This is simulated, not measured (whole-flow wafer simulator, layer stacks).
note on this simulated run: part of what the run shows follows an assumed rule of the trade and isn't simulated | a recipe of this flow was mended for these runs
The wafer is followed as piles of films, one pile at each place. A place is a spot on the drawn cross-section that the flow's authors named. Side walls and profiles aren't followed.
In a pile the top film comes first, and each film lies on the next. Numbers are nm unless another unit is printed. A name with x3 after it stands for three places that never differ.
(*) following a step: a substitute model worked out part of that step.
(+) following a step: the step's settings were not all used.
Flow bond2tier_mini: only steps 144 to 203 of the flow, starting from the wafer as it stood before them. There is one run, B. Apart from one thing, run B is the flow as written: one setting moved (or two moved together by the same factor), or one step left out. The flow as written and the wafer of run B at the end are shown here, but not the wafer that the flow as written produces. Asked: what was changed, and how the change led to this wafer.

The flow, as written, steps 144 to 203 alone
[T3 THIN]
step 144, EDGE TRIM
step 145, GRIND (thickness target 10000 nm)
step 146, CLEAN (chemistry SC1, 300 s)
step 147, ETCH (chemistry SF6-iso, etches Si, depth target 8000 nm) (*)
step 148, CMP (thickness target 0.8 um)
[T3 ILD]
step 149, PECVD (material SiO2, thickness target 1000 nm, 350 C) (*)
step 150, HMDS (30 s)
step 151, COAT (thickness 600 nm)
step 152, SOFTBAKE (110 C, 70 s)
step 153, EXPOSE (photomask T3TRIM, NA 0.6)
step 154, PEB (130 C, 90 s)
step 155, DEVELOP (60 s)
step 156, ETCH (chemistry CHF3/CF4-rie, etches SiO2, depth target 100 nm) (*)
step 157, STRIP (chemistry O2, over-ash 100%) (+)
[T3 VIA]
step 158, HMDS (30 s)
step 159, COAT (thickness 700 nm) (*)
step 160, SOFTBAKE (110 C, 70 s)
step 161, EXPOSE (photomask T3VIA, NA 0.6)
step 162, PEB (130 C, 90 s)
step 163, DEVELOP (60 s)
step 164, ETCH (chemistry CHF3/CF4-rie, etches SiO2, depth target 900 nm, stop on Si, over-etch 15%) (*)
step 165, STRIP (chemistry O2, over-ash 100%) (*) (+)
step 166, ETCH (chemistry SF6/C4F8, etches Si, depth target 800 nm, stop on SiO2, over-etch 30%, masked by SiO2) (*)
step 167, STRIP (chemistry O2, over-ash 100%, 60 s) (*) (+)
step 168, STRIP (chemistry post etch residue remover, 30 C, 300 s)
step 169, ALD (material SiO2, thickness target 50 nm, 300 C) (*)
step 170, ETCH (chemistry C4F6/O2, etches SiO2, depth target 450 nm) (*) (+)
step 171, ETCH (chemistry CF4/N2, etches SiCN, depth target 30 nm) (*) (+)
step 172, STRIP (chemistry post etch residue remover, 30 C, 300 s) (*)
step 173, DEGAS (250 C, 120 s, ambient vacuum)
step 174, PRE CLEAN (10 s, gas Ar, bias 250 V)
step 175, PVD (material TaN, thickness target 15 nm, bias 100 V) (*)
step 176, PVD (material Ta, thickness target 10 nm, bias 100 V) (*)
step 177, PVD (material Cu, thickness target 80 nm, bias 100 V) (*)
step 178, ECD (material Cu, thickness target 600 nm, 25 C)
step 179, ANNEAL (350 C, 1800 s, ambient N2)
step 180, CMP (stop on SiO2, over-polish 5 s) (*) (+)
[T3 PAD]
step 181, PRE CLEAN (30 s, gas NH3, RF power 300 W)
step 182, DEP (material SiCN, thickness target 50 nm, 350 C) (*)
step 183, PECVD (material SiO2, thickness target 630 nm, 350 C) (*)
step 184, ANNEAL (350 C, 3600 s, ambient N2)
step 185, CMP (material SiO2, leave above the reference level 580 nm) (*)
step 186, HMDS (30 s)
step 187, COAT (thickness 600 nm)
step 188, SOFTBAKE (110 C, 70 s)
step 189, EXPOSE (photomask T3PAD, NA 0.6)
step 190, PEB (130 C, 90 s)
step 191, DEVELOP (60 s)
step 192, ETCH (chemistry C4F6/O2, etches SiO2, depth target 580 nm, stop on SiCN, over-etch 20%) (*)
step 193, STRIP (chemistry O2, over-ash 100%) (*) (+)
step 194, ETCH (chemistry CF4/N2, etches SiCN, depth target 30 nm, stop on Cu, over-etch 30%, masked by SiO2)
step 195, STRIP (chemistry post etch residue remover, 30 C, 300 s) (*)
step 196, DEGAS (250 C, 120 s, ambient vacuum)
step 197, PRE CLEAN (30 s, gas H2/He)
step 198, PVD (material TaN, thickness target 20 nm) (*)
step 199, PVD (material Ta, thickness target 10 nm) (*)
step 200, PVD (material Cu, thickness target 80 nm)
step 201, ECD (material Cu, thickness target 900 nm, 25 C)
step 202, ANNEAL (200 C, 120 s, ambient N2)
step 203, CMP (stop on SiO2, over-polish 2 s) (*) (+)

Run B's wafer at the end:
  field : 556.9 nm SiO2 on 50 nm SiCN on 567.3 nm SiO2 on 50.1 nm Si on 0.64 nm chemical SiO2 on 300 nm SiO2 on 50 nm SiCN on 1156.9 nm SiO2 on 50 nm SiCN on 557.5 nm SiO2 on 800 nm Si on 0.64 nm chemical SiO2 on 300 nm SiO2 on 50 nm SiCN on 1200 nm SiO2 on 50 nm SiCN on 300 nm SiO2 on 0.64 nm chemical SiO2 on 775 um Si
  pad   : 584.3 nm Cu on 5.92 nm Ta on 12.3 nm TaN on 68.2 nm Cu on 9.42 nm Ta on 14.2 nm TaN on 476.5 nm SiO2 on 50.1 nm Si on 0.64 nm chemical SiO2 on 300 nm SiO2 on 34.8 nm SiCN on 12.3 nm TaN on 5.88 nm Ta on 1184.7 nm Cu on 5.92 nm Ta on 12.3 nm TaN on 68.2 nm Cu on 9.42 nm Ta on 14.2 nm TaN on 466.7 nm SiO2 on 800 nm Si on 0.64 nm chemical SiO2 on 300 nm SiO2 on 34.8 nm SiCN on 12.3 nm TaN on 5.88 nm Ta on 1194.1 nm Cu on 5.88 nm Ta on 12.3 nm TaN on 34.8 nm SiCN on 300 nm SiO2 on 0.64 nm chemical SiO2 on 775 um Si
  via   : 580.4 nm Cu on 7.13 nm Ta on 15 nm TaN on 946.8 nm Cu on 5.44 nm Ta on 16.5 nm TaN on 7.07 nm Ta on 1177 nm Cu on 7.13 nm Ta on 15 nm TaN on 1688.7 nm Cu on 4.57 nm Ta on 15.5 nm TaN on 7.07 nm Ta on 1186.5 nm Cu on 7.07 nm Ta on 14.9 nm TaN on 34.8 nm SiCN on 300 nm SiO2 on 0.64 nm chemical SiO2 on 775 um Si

What caused this: step 147, ETCH: depth target 9950 nm was run, though the flow has depth target 8000 nm.

Step by step, how the change led to this:
  step 147, ETCH (chemistry SF6-iso, etches Si, depth target 8000 nm) (*)
      field, pad, via: chemical SiO2 loses 0.6 (all of it), Si loses 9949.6 (it would be, as written: chemical SiO2 loses 0.6 (all of it), Si loses 8000)
  step 148, CMP (thickness target 0.8 um)
      field, pad, via: nothing (it would be, as written: Si loses 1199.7)
  step 166, ETCH (chemistry SF6/C4F8, etches Si, depth target 800 nm, stop on SiO2, over-etch 30%, masked by SiO2) (*)
      field, pad: SiO2 loses 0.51 (it would be, as written: SiO2 loses 10.3)
      via: Si loses 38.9 (all of it), chemical SiO2 loses 0.64 (all of it), SiO2 loses 9.37 (it would be, as written: Si loses 788.8 (all of it), chemical SiO2 loses 0.64 (all of it), SiO2 loses 1.87)
  step 170, ETCH (chemistry C4F6/O2, etches SiO2, depth target 450 nm) (*) (+)
      via: SiO2 loses 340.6 (all of it), SiCN loses 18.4 (it would be, as written: SiO2 loses 348.1 (all of it), SiCN loses 17.2)
  step 171, ETCH (chemistry CF4/N2, etches SiCN, depth target 30 nm) (*) (+)
      via: SiCN loses 16.4 (all of it), TaN loses 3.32 (it would be, as written: SiCN loses 17.6 (all of it), TaN loses 3.01)
  step 175, PVD (material TaN, thickness target 15 nm, bias 100 V) (*)
      via: TaN gains 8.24 (it would be, as written: TaN gains 6.94)
  step 176, PVD (material Ta, thickness target 10 nm, bias 100 V) (*)
      via: Ta gains 5.44 (new film) (it would be, as written: Ta gains 4.57 (new film))
  step 177, PVD (material Cu, thickness target 80 nm, bias 100 V) (*)
      via: Cu gains 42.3 (new film) (it would be, as written: Cu gains 35 (new film))
  step 178, ECD (material Cu, thickness target 600 nm, 25 C)
      via: Cu gains 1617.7 (it would be, as written: Cu gains 2367)
